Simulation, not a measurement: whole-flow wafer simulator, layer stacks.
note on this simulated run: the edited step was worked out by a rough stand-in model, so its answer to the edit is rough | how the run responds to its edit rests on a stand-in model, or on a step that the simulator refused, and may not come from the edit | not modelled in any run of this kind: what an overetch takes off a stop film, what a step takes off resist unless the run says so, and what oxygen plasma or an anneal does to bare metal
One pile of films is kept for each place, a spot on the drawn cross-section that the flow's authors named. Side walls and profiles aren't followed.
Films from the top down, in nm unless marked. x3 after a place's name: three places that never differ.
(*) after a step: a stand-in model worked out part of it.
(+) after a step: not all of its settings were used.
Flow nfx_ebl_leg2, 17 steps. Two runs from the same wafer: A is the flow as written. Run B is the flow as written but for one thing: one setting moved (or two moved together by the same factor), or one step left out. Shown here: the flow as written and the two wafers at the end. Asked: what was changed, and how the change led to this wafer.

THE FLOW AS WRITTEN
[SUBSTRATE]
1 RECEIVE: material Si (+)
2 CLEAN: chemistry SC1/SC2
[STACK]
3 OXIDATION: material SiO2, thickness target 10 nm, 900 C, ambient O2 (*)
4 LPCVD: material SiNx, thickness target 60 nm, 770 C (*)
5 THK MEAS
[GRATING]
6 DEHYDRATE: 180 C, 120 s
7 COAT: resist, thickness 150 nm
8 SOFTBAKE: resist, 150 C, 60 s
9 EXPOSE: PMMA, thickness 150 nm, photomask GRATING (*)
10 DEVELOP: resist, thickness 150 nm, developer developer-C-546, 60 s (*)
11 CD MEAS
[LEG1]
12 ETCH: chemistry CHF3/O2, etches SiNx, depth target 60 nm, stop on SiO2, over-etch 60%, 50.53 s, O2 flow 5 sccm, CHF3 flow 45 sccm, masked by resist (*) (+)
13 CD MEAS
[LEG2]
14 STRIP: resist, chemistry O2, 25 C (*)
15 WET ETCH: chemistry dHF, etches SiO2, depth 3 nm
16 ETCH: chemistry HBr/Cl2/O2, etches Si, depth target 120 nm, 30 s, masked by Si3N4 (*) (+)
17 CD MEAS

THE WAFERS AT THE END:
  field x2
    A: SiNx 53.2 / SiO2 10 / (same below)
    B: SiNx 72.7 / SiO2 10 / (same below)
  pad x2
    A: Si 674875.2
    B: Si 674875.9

The cause: step 4, LPCVD: thickness target 79.5 nm was run, where the flow has thickness target 60 nm.

How the change led to this, step by step:
  4 LPCVD: material SiNx, thickness target 60 nm, 770 C (*)
      field x2, pad x2: A SiNx +60 (new film) | B SiNx +79.5 (new film)
  12 ETCH: chemistry CHF3/O2, etches SiNx, depth target 60 nm, stop on SiO2, over-etch 60%, 50.53 s, O2 flow 5 sccm, CHF3 flow 45 sccm, masked by resist (*) (+)
      pad x2: A SiNx -60 (all of it), SiO2 -10 (all of it) | B SiNx -79.5 (all of it), SiO2 -8.25
  14 STRIP: resist, chemistry O2, 25 C (*)
      pad x2: A chemical SiO2 +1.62 (new film), Si -0.71 | B nothing
  15 WET ETCH: chemistry dHF, etches SiO2, depth 3 nm
      pad x2: A chemical SiO2 -1.62 (all of it) | B SiO2 -1.75 (all of it)
